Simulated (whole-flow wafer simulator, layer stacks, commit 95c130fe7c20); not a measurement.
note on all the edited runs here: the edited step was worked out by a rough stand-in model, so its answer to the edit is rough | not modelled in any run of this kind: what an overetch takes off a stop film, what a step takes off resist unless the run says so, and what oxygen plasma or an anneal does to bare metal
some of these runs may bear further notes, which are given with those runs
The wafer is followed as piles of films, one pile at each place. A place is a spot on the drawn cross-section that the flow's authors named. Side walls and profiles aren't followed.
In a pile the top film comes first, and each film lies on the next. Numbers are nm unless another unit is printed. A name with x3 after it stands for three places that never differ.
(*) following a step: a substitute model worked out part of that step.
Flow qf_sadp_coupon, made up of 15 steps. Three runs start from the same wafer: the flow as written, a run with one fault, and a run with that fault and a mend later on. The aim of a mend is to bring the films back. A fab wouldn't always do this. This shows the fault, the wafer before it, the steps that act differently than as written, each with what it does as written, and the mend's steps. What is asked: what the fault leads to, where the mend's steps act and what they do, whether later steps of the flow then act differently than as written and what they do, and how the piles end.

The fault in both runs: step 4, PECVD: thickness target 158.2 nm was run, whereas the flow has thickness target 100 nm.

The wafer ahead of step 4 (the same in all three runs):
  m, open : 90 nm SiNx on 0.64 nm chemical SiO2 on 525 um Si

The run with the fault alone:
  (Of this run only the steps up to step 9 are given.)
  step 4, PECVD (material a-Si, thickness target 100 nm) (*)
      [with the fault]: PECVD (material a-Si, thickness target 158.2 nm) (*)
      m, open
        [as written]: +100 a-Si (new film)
        [with the fault]: +158.2 a-Si (new film)
  Later steps of the flow up to step 9 that are run all act as written at every place that is followed.
  After step 9, at m, open, the piles differ from the flow's by more than 2% or 0.5 nm, whichever is larger.
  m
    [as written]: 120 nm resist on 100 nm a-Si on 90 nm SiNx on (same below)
    [with the fault]: 120 nm resist on 158.2 nm a-Si on 90 nm SiNx on (same below)
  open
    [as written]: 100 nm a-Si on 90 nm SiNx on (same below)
    [with the fault]: 158.2 nm a-Si on 90 nm SiNx on (same below)

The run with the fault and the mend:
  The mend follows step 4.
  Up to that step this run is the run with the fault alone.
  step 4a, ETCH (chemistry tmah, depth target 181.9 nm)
      m, open
        -158.2 a-Si (all of it)
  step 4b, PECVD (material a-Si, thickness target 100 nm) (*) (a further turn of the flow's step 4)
      m, open
        +100 a-Si (new film)
  Later steps of the flow that are run all act as written at every place that is followed.
  The piles end the same as the flow's at every place that both follow.
